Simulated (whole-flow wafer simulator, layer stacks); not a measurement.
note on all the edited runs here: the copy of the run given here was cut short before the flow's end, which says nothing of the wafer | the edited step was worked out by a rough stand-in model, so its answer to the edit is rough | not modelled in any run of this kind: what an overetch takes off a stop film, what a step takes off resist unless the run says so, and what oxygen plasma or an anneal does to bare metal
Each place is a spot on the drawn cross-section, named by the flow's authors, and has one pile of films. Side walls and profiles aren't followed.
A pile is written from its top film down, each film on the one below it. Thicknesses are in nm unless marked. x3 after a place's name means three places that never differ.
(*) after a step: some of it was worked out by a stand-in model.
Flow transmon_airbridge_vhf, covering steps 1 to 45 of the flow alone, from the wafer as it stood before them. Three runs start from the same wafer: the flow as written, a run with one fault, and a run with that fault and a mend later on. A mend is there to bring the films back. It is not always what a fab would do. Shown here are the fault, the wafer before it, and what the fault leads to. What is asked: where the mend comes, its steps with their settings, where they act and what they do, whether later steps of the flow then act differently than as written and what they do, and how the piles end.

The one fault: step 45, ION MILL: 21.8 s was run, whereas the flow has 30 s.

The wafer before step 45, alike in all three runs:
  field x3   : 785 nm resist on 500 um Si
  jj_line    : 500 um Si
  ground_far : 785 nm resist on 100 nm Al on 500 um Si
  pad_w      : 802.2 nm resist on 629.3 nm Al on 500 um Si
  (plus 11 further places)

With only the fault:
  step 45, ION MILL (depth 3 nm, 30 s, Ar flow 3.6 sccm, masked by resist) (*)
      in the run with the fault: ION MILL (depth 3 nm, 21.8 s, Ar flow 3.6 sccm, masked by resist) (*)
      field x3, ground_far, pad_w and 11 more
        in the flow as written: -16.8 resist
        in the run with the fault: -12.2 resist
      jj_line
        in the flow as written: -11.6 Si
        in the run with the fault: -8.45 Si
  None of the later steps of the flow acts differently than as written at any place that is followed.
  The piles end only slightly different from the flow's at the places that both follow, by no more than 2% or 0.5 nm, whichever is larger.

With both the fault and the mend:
  The mend stands after step 45.
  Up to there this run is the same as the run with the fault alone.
  step 45a, ION MILL (depth 3 nm, 8.2 s, Ar flow 3.6 sccm, masked by resist) (*) (the flow's step 45, run once more with other settings)
      field x3, ground_far, pad_w and 11 more
        -4.59 resist
      jj_line
        -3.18 Si
  None of the later steps of the flow acts differently than as written at any place that is followed.
  The piles end the same as the flow's at every place that both follow.
